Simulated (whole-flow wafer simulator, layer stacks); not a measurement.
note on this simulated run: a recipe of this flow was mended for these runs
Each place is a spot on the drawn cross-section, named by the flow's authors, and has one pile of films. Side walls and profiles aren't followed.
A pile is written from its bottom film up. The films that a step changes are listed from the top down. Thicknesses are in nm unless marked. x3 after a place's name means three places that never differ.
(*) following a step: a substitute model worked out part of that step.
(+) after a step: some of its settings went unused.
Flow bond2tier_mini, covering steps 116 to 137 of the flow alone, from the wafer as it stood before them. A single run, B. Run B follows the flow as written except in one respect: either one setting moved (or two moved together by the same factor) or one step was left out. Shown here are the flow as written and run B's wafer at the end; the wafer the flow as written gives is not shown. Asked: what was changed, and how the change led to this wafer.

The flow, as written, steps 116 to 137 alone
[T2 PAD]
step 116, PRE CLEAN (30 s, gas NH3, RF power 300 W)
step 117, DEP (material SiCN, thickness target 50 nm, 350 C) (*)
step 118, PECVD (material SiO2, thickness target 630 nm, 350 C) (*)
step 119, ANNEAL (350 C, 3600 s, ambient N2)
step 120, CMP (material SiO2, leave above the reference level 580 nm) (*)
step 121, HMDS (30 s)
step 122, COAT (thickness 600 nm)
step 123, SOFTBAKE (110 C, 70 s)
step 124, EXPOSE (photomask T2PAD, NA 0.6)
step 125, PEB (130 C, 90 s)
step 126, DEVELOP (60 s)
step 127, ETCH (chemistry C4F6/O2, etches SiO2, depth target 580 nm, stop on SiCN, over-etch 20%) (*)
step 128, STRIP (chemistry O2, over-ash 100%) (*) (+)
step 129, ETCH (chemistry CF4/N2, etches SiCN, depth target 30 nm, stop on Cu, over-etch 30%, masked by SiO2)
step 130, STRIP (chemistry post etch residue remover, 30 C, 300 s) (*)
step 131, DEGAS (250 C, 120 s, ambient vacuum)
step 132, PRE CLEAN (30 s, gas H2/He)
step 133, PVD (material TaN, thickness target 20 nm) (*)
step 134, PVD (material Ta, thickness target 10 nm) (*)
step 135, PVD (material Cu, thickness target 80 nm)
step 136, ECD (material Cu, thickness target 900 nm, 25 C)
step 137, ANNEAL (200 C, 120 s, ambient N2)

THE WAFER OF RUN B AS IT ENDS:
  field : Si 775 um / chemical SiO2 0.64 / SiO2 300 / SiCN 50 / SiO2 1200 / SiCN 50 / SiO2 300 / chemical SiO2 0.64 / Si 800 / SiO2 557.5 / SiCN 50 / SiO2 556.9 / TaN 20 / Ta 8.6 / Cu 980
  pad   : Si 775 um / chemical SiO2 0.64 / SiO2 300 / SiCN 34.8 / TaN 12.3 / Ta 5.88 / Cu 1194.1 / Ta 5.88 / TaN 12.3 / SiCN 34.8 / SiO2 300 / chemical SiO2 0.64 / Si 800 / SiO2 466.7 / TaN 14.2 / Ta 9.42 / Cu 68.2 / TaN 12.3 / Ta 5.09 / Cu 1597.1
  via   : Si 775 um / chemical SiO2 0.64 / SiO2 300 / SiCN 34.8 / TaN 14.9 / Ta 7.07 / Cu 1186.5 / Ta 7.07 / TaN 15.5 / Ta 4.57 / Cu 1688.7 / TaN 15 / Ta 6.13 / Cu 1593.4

Cause: step 134, PVD: thickness target 8.6 nm was run, whereas the flow has thickness target 10 nm.
The wafer itself shows it: field has Ta 8.6, and step 134 as written asks for 10 nm.

Step by step, how the change led to this:
  step 134, PVD (material Ta, thickness target 10 nm) (*)
      field: Ta gains 8.6 (new film) (in the flow as written it would be: Ta gains 10 (new film))
      pad: Ta gains 5.09 (new film) (in the flow as written it would be: Ta gains 5.92 (new film))
      (and at 1 other place as well)
